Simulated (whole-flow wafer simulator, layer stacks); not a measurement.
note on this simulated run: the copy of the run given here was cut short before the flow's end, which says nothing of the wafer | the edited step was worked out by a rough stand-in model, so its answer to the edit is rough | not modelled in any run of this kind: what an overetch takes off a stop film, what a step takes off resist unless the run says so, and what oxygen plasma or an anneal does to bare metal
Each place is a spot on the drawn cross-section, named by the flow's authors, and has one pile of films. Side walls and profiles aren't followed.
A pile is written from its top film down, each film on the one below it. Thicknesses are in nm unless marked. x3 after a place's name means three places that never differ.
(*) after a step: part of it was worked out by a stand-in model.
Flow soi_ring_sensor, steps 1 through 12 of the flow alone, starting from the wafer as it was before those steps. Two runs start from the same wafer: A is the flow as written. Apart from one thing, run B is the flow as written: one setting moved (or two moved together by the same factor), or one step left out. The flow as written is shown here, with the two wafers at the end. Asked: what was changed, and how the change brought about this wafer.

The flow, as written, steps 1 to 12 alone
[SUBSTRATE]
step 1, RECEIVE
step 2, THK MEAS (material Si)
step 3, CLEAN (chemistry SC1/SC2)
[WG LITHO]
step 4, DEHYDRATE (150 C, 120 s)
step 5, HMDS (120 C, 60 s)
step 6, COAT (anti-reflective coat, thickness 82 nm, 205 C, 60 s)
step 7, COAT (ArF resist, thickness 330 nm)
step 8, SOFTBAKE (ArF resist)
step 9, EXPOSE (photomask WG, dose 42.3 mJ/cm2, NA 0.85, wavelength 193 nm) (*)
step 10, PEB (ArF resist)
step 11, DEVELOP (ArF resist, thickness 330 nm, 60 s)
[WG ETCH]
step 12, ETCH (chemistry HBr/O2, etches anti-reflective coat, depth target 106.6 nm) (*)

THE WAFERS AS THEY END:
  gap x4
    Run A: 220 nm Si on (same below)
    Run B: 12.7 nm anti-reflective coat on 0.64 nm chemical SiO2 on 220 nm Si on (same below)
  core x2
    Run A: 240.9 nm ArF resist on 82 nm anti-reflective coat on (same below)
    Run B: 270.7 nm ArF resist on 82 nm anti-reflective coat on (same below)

What caused this: step 12, ETCH: depth target 69.3 nm was run, while the flow as written has depth target 106.6 nm.

Step by step, how the change led to this:
  step 12, ETCH (chemistry HBr/O2, etches anti-reflective coat, depth target 106.6 nm) (*)
      gap x4: A -82 anti-reflective coat (all of it), -0.64 chemical SiO2 (all of it) | B -69.3 anti-reflective coat
      core x2: A -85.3 ArF resist | B -55.4 ArF resist
